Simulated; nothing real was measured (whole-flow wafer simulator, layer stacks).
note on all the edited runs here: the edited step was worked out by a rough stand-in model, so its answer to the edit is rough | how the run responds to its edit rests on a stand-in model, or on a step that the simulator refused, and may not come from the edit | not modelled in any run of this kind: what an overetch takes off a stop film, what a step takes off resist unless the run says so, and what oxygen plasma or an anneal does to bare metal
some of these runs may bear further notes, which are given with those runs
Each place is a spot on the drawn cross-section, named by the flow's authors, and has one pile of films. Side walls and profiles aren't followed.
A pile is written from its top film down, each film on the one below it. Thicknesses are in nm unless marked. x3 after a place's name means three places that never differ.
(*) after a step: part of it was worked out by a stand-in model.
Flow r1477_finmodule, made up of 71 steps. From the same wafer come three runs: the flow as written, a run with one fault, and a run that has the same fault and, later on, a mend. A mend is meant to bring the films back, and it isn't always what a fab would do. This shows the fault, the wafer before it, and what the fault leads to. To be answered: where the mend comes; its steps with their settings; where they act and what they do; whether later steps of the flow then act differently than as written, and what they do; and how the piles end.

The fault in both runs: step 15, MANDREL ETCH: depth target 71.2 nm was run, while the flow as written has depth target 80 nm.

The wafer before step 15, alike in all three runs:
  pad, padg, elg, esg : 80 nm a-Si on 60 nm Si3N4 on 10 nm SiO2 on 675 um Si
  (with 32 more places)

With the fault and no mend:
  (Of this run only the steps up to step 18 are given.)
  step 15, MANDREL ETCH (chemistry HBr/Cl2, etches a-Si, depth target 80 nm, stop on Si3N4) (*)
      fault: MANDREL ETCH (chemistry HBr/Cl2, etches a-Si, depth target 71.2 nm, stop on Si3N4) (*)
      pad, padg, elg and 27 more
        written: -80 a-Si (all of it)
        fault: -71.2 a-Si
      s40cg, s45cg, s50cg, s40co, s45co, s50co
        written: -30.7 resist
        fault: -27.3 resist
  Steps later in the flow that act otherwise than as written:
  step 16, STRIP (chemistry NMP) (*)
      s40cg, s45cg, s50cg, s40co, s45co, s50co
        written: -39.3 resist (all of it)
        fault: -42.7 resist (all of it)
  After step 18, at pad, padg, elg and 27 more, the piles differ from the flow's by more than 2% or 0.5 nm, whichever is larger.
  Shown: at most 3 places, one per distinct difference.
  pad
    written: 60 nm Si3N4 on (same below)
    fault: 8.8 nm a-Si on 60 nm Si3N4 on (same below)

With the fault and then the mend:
  The mend follows step 15.
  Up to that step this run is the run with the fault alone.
  step 15a, MANDREL ETCH (chemistry HBr/Cl2, etches a-Si, depth target 8.8 nm, stop on Si3N4) (*) (a further turn of the flow's step 15, with different settings)
      pad, padg, elg and 27 more
        -8.8 a-Si (all of it)
      s40cg, s45cg, s50cg, s40co, s45co, s50co
        -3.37 resist
  Every later step of the flow that is run acts as written at every place that is followed.
  The piles end the same as the flow's at every place that both follow.
